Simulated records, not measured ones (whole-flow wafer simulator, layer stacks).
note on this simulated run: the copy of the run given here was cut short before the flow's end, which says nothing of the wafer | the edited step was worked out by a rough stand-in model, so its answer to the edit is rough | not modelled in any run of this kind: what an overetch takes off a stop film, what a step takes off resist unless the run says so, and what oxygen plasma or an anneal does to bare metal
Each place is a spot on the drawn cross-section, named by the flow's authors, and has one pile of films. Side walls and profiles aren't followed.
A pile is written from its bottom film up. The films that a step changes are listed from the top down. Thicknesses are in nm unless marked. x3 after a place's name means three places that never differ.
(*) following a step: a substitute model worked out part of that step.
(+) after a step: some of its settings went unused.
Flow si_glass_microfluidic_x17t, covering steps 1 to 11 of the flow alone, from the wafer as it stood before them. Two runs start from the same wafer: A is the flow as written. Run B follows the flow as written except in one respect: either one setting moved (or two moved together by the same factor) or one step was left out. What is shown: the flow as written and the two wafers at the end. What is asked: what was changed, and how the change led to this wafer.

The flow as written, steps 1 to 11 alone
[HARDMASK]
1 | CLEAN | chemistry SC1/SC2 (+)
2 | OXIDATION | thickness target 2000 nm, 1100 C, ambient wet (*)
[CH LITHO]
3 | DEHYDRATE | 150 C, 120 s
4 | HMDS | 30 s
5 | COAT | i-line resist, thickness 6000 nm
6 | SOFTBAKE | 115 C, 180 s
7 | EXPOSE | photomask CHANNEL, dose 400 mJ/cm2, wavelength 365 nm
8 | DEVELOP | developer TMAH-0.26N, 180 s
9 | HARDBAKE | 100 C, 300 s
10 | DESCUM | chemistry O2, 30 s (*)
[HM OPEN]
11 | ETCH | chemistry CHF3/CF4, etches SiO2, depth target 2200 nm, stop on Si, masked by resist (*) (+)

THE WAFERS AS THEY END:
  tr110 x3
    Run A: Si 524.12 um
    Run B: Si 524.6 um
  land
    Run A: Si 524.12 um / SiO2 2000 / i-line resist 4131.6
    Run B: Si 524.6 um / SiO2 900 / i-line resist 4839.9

What caused this: step 2, OXIDATION: thickness target 900 nm was run, whereas the flow has thickness target 2000 nm.
The wafer lets one read it off: land has SiO2 900, and step 2 as written asks for 2000 nm.

How this came from the change, step by step:
  2 | OXIDATION | thickness target 2000 nm, 1100 C, ambient wet (*)
      land, tr110 x3: A +2000 SiO2 (new film), -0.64 chemical SiO2 (all of it), -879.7 Si | B +900 SiO2 (new film), -0.64 chemical SiO2 (all of it), -395.7 Si
  11 | ETCH | chemistry CHF3/CF4, etches SiO2, depth target 2200 nm, stop on Si, masked by resist (*) (+)
      tr110 x3: A -2000 SiO2 (all of it) | B -900 SiO2 (all of it)
      land: A -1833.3 i-line resist | B -1125 i-line resist
